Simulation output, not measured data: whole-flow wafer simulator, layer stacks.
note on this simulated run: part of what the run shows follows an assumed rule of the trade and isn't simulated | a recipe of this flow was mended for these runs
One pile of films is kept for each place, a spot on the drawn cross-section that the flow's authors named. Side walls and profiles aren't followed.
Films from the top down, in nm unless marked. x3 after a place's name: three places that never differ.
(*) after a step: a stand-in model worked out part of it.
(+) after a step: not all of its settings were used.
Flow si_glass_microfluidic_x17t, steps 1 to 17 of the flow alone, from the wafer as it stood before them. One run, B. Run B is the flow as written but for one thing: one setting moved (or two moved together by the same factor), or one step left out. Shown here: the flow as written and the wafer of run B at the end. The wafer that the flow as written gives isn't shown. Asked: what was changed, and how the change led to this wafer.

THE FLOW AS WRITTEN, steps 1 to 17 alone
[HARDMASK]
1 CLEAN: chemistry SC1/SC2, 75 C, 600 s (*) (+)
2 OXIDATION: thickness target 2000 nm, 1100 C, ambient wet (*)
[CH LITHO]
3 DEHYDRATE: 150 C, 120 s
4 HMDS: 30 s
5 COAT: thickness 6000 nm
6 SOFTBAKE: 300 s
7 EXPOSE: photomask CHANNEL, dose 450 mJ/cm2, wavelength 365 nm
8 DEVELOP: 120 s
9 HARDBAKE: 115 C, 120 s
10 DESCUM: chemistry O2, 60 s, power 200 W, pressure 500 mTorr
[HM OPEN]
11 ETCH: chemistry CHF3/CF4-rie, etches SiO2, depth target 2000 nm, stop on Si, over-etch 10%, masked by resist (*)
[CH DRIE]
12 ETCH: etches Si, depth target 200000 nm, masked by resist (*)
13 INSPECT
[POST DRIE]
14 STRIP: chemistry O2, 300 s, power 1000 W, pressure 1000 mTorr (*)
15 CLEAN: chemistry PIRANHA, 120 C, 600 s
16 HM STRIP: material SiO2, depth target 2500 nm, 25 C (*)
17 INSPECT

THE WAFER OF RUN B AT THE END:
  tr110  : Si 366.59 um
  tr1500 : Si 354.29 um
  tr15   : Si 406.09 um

The cause: step 11, ETCH: depth target 1560 nm was run, where the flow has depth target 2000 nm.

How the change led to this, step by step:
  11 ETCH: chemistry CHF3/CF4-rie, etches SiO2, depth target 2000 nm, stop on Si, over-etch 10%, masked by resist (*)
      tr110, tr1500, tr15: SiO2 -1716 (as written it would be: SiO2 -2000 (all of it), Si -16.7)
      land: thick-i-line-resist -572 (as written it would be: thick-i-line-resist -733.3)
  12 ETCH: etches Si, depth target 200000 nm, masked by resist (*)
      tr110: SiO2 -284 (all of it), Si -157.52 um (as written it would be: Si -200.12 um)
      tr1500: SiO2 -284 (all of it), Si -169.83 um (as written it would be: Si -215.73 um)
      (and at 1 more place)
  14 STRIP: chemistry O2, 300 s, power 1000 W, pressure 1000 mTorr (*)
      land: thick-i-line-resist -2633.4 (all of it) (as written it would be: thick-i-line-resist -2472.3 (all of it))
